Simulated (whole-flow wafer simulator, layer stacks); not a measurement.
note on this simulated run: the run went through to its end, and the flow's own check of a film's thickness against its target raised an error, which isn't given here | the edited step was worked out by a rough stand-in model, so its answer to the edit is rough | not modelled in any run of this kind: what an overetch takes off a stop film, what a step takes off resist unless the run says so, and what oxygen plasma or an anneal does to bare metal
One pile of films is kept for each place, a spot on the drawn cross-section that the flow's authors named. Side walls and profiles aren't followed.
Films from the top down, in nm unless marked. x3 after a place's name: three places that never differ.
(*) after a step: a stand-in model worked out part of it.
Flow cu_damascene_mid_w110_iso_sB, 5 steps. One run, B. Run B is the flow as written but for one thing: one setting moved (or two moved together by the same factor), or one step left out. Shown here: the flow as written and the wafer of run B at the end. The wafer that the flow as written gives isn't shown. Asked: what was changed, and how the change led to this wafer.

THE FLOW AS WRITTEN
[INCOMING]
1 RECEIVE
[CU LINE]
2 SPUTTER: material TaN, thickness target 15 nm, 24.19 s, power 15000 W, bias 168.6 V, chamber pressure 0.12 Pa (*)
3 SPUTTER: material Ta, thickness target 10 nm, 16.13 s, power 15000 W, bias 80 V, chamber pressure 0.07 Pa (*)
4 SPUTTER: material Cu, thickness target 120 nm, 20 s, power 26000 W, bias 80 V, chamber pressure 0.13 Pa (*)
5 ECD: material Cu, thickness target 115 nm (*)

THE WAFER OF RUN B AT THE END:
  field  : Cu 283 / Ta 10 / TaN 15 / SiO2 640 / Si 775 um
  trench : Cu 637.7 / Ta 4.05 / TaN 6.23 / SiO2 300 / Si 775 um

The cause: step 4, SPUTTER: thickness target 168 nm was run, where the flow has thickness target 120 nm; step 4, SPUTTER: 28 s was run, where the flow has 20 s.

How the change led to this, step by step:
  4 SPUTTER: material Cu, thickness target 120 nm, 20 s, power 26000 W, bias 80 V, chamber pressure 0.13 Pa (*)
      field: Cu +168 (new film) (as written it would be: Cu +120 (new film))
      trench: Cu +69.9 (new film) (as written it would be: Cu +49.9 (new film))
  5 ECD: material Cu, thickness target 115 nm (*)
      trench: Cu +567.8 (as written it would be: Cu +539.8)
